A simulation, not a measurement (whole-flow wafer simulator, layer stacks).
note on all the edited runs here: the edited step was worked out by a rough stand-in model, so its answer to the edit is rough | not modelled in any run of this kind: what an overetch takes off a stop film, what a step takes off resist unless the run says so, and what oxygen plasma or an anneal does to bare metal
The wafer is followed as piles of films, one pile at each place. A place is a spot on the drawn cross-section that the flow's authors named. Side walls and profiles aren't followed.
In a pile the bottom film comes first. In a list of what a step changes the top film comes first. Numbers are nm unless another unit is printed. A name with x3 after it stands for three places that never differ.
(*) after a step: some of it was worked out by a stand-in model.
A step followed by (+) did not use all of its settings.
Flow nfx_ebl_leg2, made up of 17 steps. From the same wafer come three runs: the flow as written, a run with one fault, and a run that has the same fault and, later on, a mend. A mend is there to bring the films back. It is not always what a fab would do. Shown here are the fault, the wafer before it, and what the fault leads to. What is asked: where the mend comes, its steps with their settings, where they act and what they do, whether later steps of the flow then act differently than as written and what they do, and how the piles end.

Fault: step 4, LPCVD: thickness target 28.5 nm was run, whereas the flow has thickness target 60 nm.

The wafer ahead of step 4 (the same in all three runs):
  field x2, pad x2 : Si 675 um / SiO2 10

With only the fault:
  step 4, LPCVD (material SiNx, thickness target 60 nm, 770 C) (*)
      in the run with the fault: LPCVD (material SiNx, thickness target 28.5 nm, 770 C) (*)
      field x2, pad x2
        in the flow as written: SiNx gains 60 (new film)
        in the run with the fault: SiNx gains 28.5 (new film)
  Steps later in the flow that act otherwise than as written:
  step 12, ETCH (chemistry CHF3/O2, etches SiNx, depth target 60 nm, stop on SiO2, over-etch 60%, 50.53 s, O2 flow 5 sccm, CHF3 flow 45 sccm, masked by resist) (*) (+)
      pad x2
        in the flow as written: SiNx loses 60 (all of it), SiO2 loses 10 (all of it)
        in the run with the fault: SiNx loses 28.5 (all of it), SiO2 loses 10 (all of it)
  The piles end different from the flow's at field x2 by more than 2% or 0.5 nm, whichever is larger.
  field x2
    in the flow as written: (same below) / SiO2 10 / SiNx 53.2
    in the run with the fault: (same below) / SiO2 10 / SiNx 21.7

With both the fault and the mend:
  After step 5 comes the mend.
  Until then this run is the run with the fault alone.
  step 5a, LPCVD (material SiNx, thickness target 31.5 nm, 770 C) (*) (the flow's step 4 again, with other settings)
      field x2, pad x2
        SiNx gains 31.5
  None of the later steps of the flow acts differently than as written at any place that is followed.
  At every place that both follow, the piles at the end match the flow's.
